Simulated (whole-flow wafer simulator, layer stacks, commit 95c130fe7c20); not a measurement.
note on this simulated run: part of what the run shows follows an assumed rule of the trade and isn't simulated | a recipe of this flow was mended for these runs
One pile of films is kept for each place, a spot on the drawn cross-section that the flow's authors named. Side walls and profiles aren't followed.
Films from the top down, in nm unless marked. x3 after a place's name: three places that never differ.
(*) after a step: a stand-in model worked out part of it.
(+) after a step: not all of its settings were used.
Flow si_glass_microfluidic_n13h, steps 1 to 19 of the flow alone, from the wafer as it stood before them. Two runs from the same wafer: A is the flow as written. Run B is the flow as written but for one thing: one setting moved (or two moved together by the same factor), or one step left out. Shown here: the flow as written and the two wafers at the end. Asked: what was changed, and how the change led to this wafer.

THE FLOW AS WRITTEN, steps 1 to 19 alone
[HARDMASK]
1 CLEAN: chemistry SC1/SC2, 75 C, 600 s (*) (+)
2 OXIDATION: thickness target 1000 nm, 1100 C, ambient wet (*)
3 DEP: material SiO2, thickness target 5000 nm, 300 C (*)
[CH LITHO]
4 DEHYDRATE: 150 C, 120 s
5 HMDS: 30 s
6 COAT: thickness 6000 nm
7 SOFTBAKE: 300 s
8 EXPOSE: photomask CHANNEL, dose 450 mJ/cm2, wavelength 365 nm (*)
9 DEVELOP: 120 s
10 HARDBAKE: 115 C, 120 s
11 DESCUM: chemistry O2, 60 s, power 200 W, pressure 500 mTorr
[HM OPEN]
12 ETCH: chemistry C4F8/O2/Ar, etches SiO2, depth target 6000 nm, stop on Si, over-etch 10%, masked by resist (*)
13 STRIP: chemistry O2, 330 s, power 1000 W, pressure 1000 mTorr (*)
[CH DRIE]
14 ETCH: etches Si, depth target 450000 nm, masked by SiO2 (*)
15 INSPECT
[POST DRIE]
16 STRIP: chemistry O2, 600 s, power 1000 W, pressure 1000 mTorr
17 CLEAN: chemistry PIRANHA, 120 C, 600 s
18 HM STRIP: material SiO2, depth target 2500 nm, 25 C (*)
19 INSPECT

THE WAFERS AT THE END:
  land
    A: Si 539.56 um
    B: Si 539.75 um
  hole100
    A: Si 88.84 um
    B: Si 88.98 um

The cause: step 2, OXIDATION: thickness target 550 nm was run, where the flow has thickness target 1000 nm.

How the change led to this, step by step:
  2 OXIDATION: thickness target 1000 nm, 1100 C, ambient wet (*)
      land, hole100: A SiO2 +1000 (new film), chemical SiO2 -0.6 (all of it), Si -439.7 | B SiO2 +550 (new film), chemical SiO2 -0.6 (all of it), Si -241.7
  12 ETCH: chemistry C4F8/O2/Ar, etches SiO2, depth target 6000 nm, stop on Si, over-etch 10%, masked by resist (*)
      land: A thick-i-line-resist -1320 | B thick-i-line-resist -1221
      hole100: A SiO2 -6000 (all of it), Si -75 | B SiO2 -5550 (all of it), Si -131.2
  13 STRIP: chemistry O2, 330 s, power 1000 W, pressure 1000 mTorr (*)
      land: A thick-i-line-resist -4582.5 (all of it) | B thick-i-line-resist -4681.5 (all of it)
  18 HM STRIP: material SiO2, depth target 2500 nm, 25 C (*)
      land: A SiO2 -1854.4 (all of it) | B SiO2 -1405.5 (all of it)
